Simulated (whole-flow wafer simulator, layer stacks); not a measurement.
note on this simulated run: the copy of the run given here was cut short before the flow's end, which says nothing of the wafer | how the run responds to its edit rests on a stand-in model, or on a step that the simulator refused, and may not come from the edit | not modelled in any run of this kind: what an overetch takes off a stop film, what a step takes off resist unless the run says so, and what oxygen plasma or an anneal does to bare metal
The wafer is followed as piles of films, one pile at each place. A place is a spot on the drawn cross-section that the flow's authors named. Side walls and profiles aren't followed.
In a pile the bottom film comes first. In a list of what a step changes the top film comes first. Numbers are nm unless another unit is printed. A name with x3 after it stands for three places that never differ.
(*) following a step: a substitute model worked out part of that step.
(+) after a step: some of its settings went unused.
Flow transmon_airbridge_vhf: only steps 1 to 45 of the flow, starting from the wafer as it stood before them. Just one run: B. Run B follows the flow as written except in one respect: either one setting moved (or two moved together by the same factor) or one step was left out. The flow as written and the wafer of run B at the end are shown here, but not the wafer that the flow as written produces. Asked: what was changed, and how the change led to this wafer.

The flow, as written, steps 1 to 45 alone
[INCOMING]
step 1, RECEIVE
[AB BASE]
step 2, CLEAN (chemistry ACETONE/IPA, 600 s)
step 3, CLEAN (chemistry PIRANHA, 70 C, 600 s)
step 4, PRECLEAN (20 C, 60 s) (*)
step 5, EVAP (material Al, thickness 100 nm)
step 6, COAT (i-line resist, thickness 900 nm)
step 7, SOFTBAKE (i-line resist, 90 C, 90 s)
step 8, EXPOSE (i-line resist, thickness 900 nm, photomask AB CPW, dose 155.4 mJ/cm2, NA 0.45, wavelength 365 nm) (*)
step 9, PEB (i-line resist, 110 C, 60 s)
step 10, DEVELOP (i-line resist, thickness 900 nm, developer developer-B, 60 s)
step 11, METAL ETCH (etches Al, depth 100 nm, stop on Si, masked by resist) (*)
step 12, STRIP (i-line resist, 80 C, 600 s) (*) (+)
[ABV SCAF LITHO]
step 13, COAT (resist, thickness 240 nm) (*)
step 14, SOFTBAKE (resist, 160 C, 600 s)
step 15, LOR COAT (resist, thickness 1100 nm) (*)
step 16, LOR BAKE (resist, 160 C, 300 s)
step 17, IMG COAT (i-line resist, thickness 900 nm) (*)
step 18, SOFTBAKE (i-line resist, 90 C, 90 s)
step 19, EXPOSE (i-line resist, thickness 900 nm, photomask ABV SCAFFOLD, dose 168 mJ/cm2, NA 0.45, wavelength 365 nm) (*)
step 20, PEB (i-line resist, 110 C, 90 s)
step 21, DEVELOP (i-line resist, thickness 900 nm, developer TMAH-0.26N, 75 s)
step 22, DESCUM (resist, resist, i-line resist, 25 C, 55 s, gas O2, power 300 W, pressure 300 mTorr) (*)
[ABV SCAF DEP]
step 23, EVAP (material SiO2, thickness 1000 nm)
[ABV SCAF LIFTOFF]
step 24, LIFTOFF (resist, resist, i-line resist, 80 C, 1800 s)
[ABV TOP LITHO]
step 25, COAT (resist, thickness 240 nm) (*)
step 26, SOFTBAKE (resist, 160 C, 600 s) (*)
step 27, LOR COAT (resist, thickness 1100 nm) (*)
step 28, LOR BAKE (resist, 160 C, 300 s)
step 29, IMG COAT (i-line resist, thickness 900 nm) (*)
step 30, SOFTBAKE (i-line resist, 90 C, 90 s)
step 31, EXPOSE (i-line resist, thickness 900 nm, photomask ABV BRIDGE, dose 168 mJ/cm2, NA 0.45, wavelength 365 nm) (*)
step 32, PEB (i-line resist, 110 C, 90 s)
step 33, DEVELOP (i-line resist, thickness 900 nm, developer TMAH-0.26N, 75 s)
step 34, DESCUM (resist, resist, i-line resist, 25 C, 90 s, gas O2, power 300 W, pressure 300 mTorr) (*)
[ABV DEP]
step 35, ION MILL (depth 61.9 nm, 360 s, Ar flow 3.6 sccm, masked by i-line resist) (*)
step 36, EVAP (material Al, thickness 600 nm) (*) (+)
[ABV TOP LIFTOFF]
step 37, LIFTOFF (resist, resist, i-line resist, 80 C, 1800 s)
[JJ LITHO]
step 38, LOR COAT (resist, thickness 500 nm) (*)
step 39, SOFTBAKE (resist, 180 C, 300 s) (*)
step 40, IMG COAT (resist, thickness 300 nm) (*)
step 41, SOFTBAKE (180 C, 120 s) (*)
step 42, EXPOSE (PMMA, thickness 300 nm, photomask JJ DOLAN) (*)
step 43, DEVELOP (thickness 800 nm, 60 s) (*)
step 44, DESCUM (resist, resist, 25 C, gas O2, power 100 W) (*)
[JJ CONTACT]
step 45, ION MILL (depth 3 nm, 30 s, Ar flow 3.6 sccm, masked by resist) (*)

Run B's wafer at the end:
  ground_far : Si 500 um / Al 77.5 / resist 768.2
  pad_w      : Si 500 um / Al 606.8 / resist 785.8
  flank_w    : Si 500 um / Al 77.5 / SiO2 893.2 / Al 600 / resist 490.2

The reason: step 5, EVAP: thickness 77.5 nm was run, whereas the flow has thickness 100 nm.
The wafer itself shows it: ground_far has Al 77.5, and step 5 as written asks for 100 nm.

Step by step, how the change led to this:
  step 5, EVAP (material Al, thickness 100 nm)
      field x3, jj_line, ground_far and 12 more: Al gains 77.5 (new film) (as written it would have been: Al gains 100 (new film))
  step 11, METAL ETCH (etches Al, depth 100 nm, stop on Si, masked by resist) (*)
      field x3, jj_line, gap_w, gap_e: Al loses 77.5 (all of it) (as written it would have been: Al loses 100 (all of it))
